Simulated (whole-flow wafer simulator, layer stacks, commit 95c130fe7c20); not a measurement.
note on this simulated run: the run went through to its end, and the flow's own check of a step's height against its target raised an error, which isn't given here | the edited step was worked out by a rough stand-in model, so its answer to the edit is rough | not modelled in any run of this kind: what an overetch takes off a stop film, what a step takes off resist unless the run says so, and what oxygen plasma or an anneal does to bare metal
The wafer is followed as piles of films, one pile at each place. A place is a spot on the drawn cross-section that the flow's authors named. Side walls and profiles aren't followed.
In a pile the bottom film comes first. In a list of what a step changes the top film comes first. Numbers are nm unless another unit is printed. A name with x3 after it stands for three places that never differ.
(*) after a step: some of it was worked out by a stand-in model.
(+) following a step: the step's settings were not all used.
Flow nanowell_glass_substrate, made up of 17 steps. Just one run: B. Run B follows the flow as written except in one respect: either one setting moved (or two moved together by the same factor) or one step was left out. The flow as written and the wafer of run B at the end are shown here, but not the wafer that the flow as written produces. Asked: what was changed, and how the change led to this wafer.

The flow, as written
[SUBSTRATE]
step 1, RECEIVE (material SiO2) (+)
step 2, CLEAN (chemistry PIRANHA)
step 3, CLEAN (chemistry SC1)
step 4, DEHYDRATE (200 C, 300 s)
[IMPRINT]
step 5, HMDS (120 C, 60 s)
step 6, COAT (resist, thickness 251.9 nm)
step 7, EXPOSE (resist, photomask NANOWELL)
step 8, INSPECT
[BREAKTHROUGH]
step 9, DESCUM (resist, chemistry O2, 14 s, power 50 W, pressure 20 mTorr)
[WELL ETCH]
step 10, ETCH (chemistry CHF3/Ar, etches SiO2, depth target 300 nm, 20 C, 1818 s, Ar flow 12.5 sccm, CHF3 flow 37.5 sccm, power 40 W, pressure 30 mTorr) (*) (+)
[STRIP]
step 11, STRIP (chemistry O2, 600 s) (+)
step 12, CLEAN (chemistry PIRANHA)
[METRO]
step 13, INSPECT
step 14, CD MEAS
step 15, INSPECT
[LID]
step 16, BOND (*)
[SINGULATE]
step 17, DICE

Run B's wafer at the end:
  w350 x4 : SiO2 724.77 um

What caused this: step 10, ETCH: depth target 232 nm was run, though the flow has depth target 300 nm; step 10, ETCH: 1409 s was run, where the flow has 1818 s.

The path from the change to this, step by step:
  step 10, ETCH (chemistry CHF3/Ar, etches SiO2, depth target 300 nm, 20 C, 1818 s, Ar flow 12.5 sccm, CHF3 flow 37.5 sccm, power 40 W, pressure 30 mTorr) (*) (+)
      w350 x4: -232 SiO2 (in the flow as written it would be: -300 SiO2)
      land: -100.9 resist (in the flow as written it would be: -130.4 resist)
  step 11, STRIP (chemistry O2, 600 s) (+)
      land: -155.5 resist (all of it) (in the flow as written it would be: -125.9 resist (all of it))
